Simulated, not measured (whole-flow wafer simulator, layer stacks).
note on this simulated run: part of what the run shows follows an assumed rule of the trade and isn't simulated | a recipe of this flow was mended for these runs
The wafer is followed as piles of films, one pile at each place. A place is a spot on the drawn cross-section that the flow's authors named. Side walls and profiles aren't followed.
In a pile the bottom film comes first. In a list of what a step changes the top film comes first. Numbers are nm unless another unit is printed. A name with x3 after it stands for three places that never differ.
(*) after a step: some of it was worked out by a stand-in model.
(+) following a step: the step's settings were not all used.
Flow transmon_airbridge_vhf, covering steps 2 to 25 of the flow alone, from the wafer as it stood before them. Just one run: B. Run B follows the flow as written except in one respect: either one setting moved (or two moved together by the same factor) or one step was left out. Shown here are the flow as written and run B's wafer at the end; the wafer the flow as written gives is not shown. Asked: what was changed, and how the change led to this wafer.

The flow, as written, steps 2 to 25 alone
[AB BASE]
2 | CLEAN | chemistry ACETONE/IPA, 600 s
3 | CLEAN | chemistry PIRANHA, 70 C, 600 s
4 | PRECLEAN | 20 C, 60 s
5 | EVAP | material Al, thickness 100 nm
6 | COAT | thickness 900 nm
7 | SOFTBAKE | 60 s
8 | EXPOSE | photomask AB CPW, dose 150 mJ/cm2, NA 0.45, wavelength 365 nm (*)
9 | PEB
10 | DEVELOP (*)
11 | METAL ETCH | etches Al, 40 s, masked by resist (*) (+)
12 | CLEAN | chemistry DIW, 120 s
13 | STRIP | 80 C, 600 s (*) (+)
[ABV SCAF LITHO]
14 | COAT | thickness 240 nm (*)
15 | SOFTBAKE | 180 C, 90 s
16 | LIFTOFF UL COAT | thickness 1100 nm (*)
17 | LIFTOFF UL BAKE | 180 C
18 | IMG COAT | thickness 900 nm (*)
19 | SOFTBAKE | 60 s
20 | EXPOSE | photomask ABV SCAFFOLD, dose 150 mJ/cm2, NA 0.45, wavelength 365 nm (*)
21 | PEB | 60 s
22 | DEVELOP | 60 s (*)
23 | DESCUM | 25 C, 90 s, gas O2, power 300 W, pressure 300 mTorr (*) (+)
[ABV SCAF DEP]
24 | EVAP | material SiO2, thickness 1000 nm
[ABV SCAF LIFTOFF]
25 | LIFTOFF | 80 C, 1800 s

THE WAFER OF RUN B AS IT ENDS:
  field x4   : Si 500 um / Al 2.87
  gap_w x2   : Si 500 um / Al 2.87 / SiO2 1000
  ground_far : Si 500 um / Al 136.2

What caused this: step 5, EVAP: thickness 136.2 nm was run, while the flow as written has thickness 100 nm.
The wafer lets one read it off: ground_far has Al 136.2, and step 5 as written asks for 100 nm.

Step by step, how the change led to this:
  5 | EVAP | material Al, thickness 100 nm
      field x4, ground_far, pad_w x2, flank_w x2, gap_w x2, cpw_trace, trace_open_s x2, margin_s x3: Al gains 136.2 (new film) (in the flow as written it would be: Al gains 100 (new film))
  11 | METAL ETCH | etches Al, 40 s, masked by resist (*) (+)
      field x4, gap_w x2: Al loses 120 (in the flow as written it would be: Al loses 86.7 (all of it), Si loses 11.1)
If metal films that touch count as one body, field x4 has 1 body; the flow as written gives 0 bodies.
If metal films that touch count as one body, gap_w x2 has 1 body; the flow as written gives 0 bodies.
